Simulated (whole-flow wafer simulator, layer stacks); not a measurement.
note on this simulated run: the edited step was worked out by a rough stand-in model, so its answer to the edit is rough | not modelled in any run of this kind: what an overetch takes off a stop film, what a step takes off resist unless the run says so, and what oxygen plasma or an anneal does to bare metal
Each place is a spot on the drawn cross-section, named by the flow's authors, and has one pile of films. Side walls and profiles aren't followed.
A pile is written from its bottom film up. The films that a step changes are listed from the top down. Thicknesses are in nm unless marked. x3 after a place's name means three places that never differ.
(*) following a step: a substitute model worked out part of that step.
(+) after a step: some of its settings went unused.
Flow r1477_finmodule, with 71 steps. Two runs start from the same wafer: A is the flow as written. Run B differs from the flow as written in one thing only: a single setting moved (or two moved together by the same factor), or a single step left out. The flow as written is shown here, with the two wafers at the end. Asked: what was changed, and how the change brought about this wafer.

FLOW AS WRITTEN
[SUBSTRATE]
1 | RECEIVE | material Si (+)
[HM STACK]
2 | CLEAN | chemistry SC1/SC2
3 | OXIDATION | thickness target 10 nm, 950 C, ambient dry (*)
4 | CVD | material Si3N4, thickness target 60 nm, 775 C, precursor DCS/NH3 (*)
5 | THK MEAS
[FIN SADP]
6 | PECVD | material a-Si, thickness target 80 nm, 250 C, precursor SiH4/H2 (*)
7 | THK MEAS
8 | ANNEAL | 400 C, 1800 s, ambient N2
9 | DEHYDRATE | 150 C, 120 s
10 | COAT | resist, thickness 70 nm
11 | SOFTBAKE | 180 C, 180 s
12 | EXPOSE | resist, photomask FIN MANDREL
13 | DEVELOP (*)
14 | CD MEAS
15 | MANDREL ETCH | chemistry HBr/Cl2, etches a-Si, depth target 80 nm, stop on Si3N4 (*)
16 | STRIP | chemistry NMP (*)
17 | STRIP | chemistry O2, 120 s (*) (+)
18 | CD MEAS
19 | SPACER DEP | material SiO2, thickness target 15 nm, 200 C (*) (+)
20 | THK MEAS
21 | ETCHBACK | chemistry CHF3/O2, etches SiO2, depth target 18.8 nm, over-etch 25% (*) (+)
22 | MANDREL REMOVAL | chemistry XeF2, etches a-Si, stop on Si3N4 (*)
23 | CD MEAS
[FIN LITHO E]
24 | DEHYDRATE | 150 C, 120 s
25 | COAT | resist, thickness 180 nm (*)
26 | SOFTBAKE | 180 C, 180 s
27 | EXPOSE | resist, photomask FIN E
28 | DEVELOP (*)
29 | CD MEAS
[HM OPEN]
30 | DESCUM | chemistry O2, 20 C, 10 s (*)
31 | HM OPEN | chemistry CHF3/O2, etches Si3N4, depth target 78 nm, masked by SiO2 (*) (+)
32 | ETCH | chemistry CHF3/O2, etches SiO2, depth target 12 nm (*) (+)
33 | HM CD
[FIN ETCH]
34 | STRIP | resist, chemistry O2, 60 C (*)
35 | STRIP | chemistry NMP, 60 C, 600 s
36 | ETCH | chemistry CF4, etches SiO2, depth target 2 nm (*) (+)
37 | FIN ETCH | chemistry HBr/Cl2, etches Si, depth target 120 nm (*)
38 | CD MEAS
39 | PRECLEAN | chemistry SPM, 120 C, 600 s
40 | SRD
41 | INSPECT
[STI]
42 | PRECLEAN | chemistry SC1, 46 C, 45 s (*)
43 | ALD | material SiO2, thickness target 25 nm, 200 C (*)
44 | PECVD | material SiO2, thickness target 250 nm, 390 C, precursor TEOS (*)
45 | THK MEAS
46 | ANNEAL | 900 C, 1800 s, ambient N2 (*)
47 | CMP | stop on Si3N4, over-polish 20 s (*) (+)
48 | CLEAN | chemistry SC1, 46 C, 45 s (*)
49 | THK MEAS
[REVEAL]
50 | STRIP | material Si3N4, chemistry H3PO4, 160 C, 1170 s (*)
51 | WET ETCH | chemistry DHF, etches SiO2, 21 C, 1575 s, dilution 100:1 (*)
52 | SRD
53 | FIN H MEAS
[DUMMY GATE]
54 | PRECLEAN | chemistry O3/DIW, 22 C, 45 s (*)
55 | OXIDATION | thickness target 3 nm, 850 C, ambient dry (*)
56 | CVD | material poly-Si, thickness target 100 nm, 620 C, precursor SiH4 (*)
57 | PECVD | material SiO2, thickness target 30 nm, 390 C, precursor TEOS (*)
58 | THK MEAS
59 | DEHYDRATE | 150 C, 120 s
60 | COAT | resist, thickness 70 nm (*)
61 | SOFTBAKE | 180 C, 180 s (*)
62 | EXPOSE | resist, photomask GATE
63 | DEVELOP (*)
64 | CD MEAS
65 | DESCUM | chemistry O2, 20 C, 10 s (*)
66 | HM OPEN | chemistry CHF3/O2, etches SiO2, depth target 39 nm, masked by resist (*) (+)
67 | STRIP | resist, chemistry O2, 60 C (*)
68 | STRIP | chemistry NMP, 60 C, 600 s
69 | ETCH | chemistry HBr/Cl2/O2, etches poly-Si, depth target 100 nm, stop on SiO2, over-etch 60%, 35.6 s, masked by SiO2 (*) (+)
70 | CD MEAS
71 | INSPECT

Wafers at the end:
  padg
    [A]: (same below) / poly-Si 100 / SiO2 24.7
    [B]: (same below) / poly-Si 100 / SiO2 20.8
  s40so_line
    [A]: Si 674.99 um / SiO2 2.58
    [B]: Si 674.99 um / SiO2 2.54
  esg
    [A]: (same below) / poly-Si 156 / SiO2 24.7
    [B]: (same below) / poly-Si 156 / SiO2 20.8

Cause: step 57, PECVD: thickness target 26.1 nm was run, whereas the flow has thickness target 30 nm.

The path from the change to this, step by step:
  57 | PECVD | material SiO2, thickness target 30 nm, 390 C, precursor TEOS (*)
      pad, padg, elg and 33 more: A SiO2 gains 30 (new film) | B SiO2 gains 26.1 (new film)
  66 | HM OPEN | chemistry CHF3/O2, etches SiO2, depth target 39 nm, masked by resist (*) (+)
      pad, elo, eso and 15 more: A SiO2 loses 30 (all of it), poly-Si loses 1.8 | B SiO2 loses 26.1 (all of it), poly-Si loses 2.58
